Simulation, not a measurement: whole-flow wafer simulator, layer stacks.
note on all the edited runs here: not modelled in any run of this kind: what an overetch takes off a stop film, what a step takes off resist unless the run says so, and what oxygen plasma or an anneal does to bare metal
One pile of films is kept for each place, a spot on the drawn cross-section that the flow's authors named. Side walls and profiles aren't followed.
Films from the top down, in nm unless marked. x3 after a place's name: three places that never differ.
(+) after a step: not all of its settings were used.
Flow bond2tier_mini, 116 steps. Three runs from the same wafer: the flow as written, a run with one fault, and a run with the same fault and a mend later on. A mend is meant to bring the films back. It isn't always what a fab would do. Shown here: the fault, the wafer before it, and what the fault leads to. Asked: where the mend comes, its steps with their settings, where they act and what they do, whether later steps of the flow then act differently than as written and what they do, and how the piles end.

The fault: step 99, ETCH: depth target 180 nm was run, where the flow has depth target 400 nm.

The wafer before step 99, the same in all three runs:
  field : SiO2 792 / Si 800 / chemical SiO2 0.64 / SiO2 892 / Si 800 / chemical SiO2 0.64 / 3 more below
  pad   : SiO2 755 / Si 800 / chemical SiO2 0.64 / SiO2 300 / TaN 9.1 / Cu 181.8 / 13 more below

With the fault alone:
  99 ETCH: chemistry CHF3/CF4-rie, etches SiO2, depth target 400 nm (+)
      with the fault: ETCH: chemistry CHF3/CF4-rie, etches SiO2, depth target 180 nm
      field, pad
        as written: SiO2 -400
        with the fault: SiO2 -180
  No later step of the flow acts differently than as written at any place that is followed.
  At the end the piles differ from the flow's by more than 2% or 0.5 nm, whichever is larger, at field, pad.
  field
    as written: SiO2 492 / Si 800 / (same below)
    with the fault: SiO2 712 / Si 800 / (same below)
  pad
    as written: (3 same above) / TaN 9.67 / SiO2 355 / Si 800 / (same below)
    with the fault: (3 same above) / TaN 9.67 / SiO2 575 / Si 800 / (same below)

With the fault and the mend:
  The mend comes after step 99.
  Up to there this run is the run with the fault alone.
  99a ETCH: chemistry CHF3/CF4-rie, etches SiO2, depth target 220 nm (+) (the flow's step 99 once more, with other settings)
      field, pad
        SiO2 -220
  No later step of the flow acts differently than as written at any place that is followed.
  At the end the piles are the same as the flow's at every place that both follow.
